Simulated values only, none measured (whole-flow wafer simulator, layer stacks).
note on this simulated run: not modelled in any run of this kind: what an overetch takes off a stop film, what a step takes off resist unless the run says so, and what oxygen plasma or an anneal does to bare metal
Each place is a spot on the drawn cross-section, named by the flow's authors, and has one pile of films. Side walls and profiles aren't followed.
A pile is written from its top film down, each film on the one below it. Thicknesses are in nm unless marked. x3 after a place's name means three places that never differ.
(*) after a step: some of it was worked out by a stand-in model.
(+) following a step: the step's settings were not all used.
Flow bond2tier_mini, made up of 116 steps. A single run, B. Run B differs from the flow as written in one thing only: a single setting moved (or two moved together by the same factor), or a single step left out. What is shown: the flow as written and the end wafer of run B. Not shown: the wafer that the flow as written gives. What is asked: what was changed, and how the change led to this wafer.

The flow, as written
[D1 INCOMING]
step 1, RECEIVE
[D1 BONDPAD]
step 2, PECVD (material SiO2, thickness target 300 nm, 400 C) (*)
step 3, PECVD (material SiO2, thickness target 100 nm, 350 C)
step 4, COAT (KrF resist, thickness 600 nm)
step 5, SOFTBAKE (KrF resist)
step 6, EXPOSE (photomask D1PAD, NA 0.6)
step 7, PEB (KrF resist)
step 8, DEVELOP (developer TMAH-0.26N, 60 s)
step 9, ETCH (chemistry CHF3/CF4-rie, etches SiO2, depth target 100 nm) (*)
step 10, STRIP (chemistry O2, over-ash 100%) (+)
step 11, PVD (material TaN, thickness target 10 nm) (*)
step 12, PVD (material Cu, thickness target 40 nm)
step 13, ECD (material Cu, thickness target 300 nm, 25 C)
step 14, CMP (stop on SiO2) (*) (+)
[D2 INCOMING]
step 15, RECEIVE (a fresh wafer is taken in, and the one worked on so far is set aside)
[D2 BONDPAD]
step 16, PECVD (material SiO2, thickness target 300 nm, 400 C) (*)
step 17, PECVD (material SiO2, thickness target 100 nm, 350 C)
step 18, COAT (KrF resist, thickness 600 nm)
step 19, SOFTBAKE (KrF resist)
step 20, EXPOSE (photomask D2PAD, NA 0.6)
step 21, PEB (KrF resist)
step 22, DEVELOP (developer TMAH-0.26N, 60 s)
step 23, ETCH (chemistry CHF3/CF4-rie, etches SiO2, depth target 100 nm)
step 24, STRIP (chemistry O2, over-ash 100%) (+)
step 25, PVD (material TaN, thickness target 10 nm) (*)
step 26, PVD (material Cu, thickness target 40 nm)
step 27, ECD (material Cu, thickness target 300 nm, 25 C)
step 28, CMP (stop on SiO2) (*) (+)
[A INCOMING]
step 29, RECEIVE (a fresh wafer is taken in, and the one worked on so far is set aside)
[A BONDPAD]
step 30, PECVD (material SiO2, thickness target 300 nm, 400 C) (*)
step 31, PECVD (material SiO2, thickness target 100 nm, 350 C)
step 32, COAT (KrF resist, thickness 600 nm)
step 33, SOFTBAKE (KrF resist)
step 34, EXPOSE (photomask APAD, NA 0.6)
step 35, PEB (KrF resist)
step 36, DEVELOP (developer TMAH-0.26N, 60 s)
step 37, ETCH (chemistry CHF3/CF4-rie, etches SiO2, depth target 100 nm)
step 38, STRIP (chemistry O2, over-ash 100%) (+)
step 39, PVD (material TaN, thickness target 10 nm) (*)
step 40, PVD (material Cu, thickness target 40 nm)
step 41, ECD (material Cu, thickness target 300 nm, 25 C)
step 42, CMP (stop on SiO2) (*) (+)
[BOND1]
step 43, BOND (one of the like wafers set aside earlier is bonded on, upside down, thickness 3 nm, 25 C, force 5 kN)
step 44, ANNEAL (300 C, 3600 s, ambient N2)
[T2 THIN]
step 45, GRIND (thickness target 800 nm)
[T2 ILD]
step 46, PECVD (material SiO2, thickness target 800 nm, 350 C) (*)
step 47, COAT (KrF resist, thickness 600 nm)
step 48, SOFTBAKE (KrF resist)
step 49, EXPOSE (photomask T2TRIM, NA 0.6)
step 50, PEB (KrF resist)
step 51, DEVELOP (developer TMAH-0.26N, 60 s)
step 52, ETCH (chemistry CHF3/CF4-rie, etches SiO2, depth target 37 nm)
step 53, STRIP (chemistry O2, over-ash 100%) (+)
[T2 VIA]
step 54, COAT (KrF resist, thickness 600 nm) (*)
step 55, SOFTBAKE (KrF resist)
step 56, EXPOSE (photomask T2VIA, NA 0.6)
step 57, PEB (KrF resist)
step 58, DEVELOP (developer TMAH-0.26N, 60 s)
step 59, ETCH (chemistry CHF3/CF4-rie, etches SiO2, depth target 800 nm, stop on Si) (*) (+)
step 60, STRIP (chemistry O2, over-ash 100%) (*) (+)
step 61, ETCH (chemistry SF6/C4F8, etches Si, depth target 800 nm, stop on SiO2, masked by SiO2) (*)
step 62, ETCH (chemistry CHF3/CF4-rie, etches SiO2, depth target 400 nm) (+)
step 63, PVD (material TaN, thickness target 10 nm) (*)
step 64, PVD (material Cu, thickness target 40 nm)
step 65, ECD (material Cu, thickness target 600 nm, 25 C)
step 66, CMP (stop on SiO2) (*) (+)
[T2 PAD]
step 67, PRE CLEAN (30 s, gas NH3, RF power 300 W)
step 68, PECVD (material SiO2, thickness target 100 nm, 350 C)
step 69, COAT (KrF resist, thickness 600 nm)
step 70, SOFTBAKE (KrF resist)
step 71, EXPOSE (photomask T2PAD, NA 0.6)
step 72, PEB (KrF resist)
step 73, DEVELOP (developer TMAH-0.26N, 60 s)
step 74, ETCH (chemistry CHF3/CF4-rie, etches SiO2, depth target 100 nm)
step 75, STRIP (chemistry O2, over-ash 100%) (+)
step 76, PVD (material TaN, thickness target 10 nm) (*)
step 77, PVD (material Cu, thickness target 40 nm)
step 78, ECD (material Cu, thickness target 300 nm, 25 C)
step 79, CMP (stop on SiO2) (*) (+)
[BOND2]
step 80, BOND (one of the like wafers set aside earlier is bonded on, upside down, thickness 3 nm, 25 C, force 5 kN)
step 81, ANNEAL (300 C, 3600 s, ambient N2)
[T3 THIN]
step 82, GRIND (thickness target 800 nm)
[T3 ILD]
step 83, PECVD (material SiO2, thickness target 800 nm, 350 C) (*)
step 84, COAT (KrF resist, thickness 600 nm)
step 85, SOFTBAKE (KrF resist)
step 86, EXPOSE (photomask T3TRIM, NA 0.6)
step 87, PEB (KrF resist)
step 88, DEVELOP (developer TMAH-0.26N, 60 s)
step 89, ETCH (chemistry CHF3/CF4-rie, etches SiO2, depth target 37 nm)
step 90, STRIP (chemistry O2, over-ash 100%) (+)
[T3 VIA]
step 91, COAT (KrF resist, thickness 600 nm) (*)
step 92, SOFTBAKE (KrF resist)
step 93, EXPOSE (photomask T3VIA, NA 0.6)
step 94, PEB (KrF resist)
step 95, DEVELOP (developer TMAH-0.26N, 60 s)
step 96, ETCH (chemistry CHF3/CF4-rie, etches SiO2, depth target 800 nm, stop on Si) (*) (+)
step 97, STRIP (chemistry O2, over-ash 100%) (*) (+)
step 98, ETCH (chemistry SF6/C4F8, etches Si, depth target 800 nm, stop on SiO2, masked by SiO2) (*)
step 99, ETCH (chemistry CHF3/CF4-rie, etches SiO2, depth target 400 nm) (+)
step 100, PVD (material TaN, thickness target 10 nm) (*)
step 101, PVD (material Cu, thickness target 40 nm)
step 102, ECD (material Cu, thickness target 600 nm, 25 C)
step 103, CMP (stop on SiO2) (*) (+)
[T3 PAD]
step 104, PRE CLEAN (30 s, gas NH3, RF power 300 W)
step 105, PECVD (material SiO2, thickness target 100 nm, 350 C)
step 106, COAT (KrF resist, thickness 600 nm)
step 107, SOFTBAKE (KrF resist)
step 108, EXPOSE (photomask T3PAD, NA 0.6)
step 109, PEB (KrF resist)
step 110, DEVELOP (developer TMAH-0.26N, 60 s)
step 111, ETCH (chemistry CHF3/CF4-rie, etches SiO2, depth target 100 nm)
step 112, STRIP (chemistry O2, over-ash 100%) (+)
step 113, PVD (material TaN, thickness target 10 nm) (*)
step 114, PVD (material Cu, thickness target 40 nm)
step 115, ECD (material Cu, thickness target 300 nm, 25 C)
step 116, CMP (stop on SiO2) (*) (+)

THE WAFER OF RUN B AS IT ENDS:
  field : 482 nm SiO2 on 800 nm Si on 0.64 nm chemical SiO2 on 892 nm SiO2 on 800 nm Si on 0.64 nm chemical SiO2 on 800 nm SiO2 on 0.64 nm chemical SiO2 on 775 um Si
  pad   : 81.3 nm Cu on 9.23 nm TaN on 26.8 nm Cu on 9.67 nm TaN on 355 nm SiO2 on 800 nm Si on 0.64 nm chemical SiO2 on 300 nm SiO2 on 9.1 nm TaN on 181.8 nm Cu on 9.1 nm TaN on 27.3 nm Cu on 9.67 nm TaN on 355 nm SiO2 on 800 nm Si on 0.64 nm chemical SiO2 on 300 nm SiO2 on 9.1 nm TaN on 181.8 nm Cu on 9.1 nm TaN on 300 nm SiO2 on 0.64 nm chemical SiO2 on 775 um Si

What caused this: step 105, PECVD: thickness target 90 nm was run, though the flow has thickness target 100 nm.

The path from the change to this, step by step:
  step 105, PECVD (material SiO2, thickness target 100 nm, 350 C)
      field: SiO2 gains 90 (in the flow as written it would be: SiO2 gains 100)
      pad: SiO2 gains 90 (new film) (in the flow as written it would be: SiO2 gains 100 (new film))
  step 111, ETCH (chemistry CHF3/CF4-rie, etches SiO2, depth target 100 nm)
      pad: SiO2 loses 90 (all of it), Cu loses 0.5 (in the flow as written it would be: SiO2 loses 100 (all of it))
  step 115, ECD (material Cu, thickness target 300 nm, 25 C)
      pad: Cu gains 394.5 (in the flow as written it would be: Cu gains 404.5)
